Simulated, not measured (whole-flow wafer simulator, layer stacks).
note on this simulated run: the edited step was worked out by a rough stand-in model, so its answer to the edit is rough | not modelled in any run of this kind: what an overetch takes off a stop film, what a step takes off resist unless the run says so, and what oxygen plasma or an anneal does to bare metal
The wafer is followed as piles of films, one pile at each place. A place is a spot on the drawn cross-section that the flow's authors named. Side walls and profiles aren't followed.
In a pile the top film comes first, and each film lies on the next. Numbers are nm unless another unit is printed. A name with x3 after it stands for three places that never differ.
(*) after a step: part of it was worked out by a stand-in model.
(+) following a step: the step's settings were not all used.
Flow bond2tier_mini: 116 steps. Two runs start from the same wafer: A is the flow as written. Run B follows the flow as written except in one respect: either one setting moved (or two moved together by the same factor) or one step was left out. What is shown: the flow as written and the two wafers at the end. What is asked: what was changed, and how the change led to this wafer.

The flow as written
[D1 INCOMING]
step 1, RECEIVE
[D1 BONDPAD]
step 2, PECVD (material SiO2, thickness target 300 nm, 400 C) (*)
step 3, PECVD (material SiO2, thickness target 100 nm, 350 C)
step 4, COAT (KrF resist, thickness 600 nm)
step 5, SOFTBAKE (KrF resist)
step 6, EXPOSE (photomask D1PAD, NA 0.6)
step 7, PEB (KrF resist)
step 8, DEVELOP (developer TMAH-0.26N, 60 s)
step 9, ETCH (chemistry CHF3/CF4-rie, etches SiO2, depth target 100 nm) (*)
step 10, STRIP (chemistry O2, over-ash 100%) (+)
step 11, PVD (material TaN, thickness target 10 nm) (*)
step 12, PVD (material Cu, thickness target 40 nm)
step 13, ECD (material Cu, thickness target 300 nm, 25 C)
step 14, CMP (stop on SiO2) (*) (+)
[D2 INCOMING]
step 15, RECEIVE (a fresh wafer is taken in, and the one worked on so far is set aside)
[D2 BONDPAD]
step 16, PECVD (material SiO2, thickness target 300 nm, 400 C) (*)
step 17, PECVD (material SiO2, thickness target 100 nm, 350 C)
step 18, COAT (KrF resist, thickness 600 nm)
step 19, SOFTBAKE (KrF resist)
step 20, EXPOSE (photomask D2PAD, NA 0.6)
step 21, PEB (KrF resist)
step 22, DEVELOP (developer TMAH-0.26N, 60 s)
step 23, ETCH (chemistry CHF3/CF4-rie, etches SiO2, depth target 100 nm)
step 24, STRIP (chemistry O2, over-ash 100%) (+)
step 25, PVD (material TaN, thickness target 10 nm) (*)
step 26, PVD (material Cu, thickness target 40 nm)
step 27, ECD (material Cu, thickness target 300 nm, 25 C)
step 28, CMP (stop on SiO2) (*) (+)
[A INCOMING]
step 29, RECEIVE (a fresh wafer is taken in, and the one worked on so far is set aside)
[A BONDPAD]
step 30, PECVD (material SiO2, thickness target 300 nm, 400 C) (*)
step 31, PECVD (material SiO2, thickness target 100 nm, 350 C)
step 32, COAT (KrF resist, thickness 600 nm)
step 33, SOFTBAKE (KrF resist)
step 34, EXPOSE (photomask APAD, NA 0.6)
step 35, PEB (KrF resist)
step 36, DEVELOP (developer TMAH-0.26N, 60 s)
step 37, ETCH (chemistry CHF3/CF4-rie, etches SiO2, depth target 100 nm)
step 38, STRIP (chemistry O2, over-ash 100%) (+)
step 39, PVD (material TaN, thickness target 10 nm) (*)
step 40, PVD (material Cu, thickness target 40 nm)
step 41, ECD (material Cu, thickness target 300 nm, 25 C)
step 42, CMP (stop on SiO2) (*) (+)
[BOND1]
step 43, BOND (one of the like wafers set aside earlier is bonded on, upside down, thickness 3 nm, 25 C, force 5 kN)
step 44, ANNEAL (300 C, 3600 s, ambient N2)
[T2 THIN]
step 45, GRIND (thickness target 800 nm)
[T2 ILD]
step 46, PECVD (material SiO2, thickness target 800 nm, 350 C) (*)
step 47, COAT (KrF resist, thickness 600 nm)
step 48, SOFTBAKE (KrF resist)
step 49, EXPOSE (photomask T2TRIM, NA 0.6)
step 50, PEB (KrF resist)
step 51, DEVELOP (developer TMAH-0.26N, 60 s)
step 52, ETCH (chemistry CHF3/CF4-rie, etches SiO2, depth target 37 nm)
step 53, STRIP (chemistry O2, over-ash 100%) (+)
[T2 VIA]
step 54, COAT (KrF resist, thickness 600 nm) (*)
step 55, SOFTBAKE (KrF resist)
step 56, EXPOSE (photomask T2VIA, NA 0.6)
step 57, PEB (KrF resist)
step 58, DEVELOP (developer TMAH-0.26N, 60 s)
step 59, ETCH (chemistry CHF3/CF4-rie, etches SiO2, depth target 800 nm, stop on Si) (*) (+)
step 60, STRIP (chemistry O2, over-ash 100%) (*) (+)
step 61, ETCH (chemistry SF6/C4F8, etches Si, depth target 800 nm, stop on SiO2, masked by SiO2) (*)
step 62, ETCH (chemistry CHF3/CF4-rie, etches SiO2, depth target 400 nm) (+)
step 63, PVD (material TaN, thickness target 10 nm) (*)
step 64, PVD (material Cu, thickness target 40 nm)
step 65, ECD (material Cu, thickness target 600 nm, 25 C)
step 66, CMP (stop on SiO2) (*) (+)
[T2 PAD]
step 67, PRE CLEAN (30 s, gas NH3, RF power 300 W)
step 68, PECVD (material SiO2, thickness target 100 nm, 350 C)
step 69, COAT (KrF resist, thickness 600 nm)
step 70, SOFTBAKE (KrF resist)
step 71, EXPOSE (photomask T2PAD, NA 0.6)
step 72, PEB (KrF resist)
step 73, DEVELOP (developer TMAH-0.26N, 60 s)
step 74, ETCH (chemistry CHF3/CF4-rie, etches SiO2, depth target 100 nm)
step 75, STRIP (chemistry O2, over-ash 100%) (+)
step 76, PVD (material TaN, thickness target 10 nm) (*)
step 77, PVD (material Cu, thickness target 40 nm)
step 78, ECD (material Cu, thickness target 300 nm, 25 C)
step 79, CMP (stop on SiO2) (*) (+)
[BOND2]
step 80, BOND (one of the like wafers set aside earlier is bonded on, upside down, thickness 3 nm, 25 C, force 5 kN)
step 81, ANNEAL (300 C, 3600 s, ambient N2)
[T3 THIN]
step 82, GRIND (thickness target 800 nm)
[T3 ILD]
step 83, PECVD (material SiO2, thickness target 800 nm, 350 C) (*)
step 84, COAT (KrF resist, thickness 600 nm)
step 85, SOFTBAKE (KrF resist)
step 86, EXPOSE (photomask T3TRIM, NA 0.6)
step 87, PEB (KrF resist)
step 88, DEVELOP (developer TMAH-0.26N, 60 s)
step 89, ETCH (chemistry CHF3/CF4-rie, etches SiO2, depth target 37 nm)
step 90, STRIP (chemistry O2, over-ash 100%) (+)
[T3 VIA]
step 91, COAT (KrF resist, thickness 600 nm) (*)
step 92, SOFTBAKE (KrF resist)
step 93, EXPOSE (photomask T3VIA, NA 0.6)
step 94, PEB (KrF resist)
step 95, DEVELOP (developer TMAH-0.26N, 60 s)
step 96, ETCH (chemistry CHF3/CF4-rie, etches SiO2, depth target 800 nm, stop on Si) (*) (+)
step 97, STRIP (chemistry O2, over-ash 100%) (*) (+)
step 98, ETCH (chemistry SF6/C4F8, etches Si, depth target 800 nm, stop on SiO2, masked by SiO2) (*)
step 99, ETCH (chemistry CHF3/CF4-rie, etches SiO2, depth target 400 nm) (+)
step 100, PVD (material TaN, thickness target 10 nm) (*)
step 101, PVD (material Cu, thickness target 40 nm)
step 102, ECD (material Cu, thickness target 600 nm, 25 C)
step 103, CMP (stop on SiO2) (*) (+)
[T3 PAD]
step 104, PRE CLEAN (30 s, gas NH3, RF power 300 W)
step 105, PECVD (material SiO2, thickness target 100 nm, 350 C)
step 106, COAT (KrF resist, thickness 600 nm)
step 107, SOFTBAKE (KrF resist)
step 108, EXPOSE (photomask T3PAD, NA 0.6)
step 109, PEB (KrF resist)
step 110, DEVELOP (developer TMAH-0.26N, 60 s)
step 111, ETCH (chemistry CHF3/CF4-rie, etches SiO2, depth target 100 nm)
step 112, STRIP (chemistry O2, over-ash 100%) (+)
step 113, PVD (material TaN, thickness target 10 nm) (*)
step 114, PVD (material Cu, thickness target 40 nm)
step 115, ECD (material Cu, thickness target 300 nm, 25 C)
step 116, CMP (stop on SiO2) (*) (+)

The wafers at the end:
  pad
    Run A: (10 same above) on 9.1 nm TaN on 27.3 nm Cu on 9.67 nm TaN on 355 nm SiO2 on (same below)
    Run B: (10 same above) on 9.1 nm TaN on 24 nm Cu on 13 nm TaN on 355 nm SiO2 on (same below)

The reason: step 63, PVD: thickness target 13.5 nm was run, while the flow as written has thickness target 10 nm.

The path from the change to this, step by step:
  step 63, PVD (material TaN, thickness target 10 nm) (*)
      field: A TaN gains 10 (new film) | B TaN gains 13.5 (new film)
      pad: A TaN gains 9.67 (new film) | B TaN gains 13 (new film)
  step 66, CMP (stop on SiO2) (*) (+)
      field: A Cu loses 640 (all of it), TaN loses 10 (all of it) | B Cu loses 640 (all of it), TaN loses 13.5 (all of it)
